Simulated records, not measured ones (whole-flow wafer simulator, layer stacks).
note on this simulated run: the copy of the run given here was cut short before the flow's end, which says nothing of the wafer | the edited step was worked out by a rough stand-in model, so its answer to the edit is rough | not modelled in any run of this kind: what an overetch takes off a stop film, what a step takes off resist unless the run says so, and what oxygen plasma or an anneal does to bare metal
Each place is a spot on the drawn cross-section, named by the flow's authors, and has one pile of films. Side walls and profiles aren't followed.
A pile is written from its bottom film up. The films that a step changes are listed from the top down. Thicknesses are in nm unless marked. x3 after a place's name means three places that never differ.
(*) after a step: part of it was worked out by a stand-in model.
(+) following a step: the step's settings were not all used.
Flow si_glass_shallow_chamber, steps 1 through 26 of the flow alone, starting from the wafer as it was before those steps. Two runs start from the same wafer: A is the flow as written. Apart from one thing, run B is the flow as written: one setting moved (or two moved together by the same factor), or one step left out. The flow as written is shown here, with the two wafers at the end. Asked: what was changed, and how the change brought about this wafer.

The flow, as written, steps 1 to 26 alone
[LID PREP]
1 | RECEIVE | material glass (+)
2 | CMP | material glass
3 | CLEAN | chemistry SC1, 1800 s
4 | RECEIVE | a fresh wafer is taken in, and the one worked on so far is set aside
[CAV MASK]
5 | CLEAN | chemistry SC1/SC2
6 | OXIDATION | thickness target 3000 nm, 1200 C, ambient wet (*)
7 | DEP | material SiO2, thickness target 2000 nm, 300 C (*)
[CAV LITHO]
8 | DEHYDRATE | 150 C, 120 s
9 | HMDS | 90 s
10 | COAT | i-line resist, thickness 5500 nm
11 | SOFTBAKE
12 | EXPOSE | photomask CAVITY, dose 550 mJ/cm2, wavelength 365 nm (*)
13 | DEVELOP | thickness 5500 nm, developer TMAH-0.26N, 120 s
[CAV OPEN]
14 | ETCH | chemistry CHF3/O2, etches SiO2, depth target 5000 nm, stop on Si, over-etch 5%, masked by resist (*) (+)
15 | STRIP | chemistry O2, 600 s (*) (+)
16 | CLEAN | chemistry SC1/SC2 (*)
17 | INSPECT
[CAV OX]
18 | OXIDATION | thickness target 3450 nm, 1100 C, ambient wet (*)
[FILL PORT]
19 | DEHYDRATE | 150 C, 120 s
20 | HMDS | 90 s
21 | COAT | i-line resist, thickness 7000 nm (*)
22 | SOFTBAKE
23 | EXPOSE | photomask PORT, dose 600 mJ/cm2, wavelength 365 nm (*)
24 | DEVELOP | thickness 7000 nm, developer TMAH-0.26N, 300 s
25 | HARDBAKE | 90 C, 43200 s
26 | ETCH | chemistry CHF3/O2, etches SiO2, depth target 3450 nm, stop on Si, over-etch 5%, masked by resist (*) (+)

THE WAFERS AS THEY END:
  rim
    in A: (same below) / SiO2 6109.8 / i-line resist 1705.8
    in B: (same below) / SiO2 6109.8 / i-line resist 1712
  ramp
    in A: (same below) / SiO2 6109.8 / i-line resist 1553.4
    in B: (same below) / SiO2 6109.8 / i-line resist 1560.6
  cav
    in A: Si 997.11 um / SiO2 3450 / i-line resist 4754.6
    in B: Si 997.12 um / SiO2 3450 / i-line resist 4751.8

The reason: step 14, ETCH: over-etch 3.75% was run, while the flow as written has over-etch 5%.

How this came from the change, step by step:
  14 | ETCH | chemistry CHF3/O2, etches SiO2, depth target 5000 nm, stop on Si, over-etch 5%, masked by resist (*) (+)
      cav, port: A SiO2 loses 5000 (all of it), Si loses 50 | B SiO2 loses 5000 (all of it), Si loses 37.5
  15 | STRIP | chemistry O2, 600 s (*) (+)
      rim, ramp, septum, ring: A i-line resist loses 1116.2 (all of it) | B i-line resist loses 1168.2 (all of it)
